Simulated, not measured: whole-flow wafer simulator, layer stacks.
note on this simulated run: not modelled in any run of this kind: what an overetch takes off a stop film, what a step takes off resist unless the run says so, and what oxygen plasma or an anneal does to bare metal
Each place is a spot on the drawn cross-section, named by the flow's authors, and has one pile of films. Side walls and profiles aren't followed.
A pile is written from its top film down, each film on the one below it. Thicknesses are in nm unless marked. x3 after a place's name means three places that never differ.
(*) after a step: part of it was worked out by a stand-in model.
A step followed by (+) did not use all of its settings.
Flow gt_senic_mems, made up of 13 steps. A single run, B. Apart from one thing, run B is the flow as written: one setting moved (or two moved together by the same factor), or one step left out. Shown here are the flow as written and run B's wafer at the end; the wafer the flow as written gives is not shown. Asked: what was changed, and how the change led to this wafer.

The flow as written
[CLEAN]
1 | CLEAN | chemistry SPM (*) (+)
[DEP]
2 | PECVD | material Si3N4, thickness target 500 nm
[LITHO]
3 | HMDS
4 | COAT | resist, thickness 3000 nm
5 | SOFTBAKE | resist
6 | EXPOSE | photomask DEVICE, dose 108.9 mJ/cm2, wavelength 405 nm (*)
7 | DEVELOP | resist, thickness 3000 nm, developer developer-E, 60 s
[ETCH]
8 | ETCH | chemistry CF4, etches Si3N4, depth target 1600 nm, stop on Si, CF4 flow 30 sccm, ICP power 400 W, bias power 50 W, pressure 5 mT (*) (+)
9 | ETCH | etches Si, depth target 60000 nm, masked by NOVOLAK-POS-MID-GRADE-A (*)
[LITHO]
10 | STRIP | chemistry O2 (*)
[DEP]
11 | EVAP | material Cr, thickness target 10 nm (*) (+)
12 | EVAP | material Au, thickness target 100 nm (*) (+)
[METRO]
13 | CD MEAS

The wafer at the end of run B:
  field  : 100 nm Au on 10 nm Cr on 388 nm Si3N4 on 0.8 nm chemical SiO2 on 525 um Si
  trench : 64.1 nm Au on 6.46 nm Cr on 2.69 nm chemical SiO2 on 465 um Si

Cause: step 2, PECVD: thickness target 388 nm was run, though the flow has thickness target 500 nm.
The wafer lets one read it off: field has Si3N4 388, and step 2 as written asks for 500 nm.

The path from the change to this, step by step:
  2 | PECVD | material Si3N4, thickness target 500 nm
      field, trench: Si3N4 gains 388 (new film) (it would be, as written: Si3N4 gains 500 (new film))
  8 | ETCH | chemistry CF4, etches Si3N4, depth target 1600 nm, stop on Si, CF4 flow 30 sccm, ICP power 400 W, bias power 50 W, pressure 5 mT (*) (+)
      field: resist loses 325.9 (it would be, as written: resist loses 400.5)
      trench: Si3N4 loses 388 (all of it), chemical SiO2 loses 0.8 (all of it) (it would be, as written: Si3N4 loses 500 (all of it), chemical SiO2 loses 0.8 (all of it))
  10 | STRIP | chemistry O2 (*)
      field: resist loses 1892 (all of it) (it would be, as written: resist loses 1817.3 (all of it))
